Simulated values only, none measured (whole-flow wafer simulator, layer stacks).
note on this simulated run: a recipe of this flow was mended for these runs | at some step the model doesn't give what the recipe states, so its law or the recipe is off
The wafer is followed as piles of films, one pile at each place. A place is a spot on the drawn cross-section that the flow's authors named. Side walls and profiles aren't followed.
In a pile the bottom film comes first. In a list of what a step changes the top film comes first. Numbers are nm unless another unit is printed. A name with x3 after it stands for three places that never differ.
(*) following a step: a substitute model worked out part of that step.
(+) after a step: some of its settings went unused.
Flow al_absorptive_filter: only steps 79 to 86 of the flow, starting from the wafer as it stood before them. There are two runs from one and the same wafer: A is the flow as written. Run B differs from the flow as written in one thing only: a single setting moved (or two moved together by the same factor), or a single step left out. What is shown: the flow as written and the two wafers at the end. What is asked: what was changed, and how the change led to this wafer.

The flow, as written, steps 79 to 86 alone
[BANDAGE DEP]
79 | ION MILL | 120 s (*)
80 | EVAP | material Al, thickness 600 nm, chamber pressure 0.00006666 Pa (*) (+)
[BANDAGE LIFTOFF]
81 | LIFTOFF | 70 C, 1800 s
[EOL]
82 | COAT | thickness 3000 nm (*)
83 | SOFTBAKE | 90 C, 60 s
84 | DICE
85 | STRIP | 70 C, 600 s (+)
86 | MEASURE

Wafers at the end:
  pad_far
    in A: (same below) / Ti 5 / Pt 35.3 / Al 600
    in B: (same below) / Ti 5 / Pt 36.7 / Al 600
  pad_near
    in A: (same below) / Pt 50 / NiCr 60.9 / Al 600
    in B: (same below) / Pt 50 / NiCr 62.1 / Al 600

Cause: step 79, ION MILL: 109 s was run, whereas the flow has 120 s.

How this came from the change, step by step:
  79 | ION MILL | 120 s (*)
      gnd, ledge, res and 9 more: A -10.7 i-line-resist | B -9.68 i-line-resist
      pad_far: A -14.7 Pt | B -13.3 Pt
      (as well as at 1 more place)
